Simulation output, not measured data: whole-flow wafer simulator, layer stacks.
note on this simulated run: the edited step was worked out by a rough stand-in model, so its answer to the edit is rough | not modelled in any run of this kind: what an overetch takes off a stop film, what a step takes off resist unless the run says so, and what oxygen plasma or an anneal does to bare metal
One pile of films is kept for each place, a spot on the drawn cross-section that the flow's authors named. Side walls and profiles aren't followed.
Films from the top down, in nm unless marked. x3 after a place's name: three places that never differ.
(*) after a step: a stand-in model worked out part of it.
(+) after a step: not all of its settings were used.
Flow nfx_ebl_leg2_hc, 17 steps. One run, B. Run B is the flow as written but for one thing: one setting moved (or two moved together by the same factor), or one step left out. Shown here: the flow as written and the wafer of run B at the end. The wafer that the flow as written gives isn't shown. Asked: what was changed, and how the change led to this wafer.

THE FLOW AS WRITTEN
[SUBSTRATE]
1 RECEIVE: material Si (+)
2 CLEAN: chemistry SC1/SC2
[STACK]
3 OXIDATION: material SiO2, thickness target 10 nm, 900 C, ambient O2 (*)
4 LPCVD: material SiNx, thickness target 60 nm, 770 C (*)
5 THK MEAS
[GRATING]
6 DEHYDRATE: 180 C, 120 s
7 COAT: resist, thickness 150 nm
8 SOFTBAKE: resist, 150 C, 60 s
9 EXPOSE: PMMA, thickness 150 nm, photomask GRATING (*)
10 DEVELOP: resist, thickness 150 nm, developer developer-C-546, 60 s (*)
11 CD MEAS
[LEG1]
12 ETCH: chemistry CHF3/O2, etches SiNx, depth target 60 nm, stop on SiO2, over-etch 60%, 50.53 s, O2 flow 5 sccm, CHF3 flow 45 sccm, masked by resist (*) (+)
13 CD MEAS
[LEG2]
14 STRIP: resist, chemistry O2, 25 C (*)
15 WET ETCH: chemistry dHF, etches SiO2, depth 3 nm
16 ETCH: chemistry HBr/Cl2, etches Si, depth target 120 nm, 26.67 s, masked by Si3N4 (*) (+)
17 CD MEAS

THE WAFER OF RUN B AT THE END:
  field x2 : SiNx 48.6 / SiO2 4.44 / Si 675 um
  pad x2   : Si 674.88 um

The cause: step 3, OXIDATION: 810 C was run, where the flow has 900 C.

How the change led to this, step by step:
  3 OXIDATION: material SiO2, thickness target 10 nm, 900 C, ambient O2 (*)
      field x2, pad x2: SiO2 +4.44 (new film), chemical SiO2 -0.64 (all of it), Si -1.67 (as written it would be: SiO2 +10 (new film), chemical SiO2 -0.64 (all of it), Si -4.12)
  12 ETCH: chemistry CHF3/O2, etches SiNx, depth target 60 nm, stop on SiO2, over-etch 60%, 50.53 s, O2 flow 5 sccm, CHF3 flow 45 sccm, masked by resist (*) (+)
      pad x2: SiNx -60 (all of it), SiO2 -4.44 (all of it) (as written it would be: SiNx -60 (all of it), SiO2 -10 (all of it))
